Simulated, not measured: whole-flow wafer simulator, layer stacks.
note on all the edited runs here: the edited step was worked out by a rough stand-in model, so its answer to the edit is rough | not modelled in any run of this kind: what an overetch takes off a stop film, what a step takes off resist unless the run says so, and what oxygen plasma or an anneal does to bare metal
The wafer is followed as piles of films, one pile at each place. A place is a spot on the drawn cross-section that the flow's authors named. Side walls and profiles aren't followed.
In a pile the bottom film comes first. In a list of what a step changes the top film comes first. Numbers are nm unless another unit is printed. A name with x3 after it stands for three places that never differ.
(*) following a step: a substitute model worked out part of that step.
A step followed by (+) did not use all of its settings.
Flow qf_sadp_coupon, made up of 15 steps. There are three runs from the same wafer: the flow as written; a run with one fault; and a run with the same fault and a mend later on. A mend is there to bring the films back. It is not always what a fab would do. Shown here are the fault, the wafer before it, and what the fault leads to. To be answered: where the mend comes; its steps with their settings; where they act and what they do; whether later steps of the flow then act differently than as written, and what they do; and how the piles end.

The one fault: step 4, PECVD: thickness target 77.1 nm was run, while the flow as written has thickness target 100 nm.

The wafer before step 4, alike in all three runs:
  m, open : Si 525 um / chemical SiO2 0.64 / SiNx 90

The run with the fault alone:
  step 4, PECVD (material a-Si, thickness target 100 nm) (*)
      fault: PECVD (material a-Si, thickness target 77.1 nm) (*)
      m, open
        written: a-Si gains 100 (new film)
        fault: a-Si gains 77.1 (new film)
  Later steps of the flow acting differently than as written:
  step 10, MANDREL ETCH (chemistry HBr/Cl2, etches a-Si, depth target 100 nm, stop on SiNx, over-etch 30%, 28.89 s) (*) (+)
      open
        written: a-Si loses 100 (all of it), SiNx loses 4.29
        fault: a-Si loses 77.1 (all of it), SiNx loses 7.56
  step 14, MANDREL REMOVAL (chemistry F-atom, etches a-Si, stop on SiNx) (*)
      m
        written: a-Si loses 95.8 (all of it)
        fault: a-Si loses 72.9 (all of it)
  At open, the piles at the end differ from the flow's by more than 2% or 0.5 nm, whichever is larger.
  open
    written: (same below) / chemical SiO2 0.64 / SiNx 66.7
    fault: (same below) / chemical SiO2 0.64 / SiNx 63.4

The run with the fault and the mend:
  After step 4 comes the mend.
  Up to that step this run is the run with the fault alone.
  step 4a, ETCH (chemistry tmah, depth target 88.66 nm)
      m, open
        a-Si loses 77.1 (all of it)
  step 4b, PECVD (material a-Si, thickness target 100 nm) (*) (the flow's step 4 again)
      m, open
        a-Si gains 100 (new film)
  Every later step of the flow that is run acts as written at every place that is followed.
  At every place that both follow, the piles at the end match the flow's.
